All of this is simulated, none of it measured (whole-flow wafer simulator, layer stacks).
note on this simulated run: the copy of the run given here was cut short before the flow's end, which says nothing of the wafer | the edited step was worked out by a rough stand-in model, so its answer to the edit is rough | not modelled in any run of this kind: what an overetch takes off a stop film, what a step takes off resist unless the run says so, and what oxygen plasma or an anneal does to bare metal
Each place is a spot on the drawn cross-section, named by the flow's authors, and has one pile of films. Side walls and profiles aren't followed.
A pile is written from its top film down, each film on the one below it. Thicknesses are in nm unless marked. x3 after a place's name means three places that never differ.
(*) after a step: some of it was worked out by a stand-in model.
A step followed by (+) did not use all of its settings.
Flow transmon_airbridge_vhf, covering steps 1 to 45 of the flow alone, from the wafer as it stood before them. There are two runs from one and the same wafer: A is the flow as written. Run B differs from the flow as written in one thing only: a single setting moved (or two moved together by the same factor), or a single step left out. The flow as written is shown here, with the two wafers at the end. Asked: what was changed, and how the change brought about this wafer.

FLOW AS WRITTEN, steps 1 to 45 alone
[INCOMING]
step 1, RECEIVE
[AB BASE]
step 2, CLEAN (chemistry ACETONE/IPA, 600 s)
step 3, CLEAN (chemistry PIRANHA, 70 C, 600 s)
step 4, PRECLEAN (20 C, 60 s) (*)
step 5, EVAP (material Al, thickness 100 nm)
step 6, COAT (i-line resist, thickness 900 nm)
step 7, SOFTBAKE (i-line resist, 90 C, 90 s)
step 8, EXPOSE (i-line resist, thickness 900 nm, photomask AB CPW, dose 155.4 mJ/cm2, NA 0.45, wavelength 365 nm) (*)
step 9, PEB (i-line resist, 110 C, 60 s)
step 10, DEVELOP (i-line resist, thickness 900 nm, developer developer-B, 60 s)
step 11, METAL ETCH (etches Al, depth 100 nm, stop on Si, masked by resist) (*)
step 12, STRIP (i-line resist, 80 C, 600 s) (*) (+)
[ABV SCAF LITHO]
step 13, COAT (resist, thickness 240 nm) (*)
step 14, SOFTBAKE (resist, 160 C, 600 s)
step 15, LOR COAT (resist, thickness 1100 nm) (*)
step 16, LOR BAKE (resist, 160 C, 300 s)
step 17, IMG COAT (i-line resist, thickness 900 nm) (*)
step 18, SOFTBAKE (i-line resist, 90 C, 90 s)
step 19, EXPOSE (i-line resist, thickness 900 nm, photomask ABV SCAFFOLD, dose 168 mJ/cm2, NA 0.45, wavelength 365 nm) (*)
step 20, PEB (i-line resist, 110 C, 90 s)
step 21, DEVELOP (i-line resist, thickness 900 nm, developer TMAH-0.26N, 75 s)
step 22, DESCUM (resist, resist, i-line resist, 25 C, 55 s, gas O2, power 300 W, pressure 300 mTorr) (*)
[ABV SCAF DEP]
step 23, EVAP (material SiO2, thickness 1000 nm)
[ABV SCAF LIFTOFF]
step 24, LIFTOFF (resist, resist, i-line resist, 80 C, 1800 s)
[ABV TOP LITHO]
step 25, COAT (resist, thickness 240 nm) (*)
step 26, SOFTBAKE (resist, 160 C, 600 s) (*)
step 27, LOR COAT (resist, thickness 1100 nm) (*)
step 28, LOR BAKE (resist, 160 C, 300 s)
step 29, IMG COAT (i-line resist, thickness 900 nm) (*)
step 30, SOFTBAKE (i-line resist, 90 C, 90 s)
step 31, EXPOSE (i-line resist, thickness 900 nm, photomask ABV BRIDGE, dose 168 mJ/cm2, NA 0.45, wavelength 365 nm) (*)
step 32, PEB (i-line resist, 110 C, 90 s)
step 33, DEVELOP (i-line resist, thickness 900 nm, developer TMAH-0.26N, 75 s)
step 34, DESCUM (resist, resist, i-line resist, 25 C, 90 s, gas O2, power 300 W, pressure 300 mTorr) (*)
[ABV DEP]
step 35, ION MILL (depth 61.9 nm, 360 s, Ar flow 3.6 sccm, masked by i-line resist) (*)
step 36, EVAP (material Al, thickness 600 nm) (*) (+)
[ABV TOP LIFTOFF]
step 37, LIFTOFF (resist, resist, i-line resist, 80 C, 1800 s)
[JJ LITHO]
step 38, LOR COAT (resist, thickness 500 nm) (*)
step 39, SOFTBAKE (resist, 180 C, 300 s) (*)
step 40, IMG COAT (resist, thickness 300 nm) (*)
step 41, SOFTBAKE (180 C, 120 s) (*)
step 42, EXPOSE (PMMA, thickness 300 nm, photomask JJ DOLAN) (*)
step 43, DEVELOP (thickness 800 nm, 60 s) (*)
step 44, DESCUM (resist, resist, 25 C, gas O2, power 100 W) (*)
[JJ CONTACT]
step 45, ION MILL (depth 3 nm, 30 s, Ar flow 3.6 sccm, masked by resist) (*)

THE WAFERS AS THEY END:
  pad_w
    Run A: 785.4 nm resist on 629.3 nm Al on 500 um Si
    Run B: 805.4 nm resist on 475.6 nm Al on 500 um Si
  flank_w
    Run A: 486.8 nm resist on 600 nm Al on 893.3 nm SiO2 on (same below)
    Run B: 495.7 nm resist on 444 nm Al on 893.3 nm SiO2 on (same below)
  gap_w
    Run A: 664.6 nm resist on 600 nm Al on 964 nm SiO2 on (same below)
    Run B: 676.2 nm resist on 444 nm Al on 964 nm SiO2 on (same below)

What caused this: step 36, EVAP: thickness 444 nm was run, though the flow has thickness 600 nm.
The wafer lets one read it off: flank_w has Al 444, and step 36 as written asks for 600 nm.

How this came from the change, step by step:
  step 36, EVAP (material Al, thickness 600 nm) (*) (+)
      field x3, jj_line, ground_far and 10 more: A +600 Al (new film) | B +444 Al (new film)
      pad_w, pad_e: A +591.2 Al | B +437.5 Al
  step 37, LIFTOFF (resist, resist, i-line resist, 80 C, 1800 s)
      field x3, jj_line, trace_open_s x2: A -600 Al (all of it), -600 i-line resist (all of it), -1340 resist (all of it) | B -444 Al (all of it), -600 i-line resist (all of it), -1340 resist (all of it)
      margin_s, margin_n: A -600 Al (all of it), -318.3 i-line resist (all of it), -992 resist (all of it) | B -444 Al (all of it), -318.3 i-line resist (all of it), -992 resist (all of it)
      (and at 1 other place as well)
  step 38, LOR COAT (resist, thickness 500 nm) (*)
      pad_w, pad_e: A +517 resist (new film) | B +530.2 resist (new film)
      margin_s, margin_n: A +445.3 resist (new film) | B +431.9 resist (new film)
      (and at 1 other place as well)
  step 40, IMG COAT (resist, thickness 300 nm) (*)
      pad_w, pad_e: A +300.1 resist | B +307 resist
      flank_w, flank_e: A +212.1 resist | B +217.2 resist
      (and at 3 other places as well)
